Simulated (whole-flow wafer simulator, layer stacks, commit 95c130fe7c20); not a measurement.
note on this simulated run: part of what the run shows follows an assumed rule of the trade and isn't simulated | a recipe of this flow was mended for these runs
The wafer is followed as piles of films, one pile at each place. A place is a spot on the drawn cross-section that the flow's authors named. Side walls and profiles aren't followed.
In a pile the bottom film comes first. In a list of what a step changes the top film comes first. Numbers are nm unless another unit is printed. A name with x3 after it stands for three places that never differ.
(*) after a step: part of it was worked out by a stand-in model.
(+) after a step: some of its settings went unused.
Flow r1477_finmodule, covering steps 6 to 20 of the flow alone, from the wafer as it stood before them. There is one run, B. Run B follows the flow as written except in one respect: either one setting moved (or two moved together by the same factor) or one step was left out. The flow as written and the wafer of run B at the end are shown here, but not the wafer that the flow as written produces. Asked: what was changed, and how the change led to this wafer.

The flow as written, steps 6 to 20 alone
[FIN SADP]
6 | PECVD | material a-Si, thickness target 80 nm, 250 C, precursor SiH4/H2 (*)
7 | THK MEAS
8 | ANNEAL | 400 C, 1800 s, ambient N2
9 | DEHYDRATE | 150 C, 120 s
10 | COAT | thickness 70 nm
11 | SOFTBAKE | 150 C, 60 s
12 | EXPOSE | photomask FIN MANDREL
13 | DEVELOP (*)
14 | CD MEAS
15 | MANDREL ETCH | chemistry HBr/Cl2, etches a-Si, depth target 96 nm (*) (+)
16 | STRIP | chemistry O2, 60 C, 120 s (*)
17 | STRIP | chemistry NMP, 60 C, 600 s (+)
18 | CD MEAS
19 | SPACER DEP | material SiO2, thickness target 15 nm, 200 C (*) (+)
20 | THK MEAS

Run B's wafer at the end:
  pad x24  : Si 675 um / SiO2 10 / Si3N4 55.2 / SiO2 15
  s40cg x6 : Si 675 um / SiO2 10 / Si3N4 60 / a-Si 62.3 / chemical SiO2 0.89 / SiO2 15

Cause: step 6, PECVD: thickness target 62.7 nm was run, whereas the flow has thickness target 80 nm.

How this came from the change, step by step:
  6 | PECVD | material a-Si, thickness target 80 nm, 250 C, precursor SiH4/H2 (*)
      pad x24, s40cg x6, s40sg_line x6: +62.7 a-Si (new film) (as written it would have been: +80 a-Si (new film))
  15 | MANDREL ETCH | chemistry HBr/Cl2, etches a-Si, depth target 96 nm (*) (+)
      pad x24, s40sg_line x6: -62.7 a-Si (all of it), -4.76 Si3N4 (as written it would have been: -80 a-Si (all of it), -2.29 Si3N4)
